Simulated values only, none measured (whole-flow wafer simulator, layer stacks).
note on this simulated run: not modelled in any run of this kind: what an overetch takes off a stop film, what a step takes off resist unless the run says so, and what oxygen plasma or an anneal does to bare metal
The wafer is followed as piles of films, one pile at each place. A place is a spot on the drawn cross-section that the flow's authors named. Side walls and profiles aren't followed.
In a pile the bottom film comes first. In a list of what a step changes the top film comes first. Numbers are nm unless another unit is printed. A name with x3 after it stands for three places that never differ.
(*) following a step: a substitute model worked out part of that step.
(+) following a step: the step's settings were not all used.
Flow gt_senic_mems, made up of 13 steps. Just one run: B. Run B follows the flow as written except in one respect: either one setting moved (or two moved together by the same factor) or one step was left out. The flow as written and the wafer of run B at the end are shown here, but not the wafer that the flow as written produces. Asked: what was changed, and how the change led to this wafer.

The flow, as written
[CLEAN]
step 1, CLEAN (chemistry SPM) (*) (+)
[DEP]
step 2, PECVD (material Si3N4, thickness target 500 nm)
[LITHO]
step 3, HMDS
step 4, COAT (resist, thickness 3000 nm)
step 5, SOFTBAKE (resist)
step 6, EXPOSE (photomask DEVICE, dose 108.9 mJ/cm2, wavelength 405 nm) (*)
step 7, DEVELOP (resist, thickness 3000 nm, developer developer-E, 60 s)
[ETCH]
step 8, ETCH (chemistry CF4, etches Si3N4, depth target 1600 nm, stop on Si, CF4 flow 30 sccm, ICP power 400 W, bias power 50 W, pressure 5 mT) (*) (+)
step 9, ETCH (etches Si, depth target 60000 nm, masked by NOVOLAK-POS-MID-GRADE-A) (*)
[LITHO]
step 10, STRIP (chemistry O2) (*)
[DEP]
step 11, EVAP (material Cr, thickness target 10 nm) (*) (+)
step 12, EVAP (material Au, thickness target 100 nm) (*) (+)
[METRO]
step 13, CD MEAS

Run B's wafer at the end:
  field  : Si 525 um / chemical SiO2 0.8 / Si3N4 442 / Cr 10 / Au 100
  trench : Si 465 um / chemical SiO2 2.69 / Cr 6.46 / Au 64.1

The reason: step 2, PECVD: thickness target 442 nm was run, though the flow has thickness target 500 nm.
One can read it off the wafer: field has Si3N4 442, and step 2 as written asks for 500 nm.

The path from the change to this, step by step:
  step 2, PECVD (material Si3N4, thickness target 500 nm)
      field, trench: Si3N4 gains 442 (new film) (as written it would have been: Si3N4 gains 500 (new film))
  step 8, ETCH (chemistry CF4, etches Si3N4, depth target 1600 nm, stop on Si, CF4 flow 30 sccm, ICP power 400 W, bias power 50 W, pressure 5 mT) (*) (+)
      field: resist loses 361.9 (as written it would have been: resist loses 400.5)
      trench: Si3N4 loses 442 (all of it), chemical SiO2 loses 0.8 (all of it) (as written it would have been: Si3N4 loses 500 (all of it), chemical SiO2 loses 0.8 (all of it))
  step 10, STRIP (chemistry O2) (*)
      field: resist loses 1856 (all of it) (as written it would have been: resist loses 1817.3 (all of it))
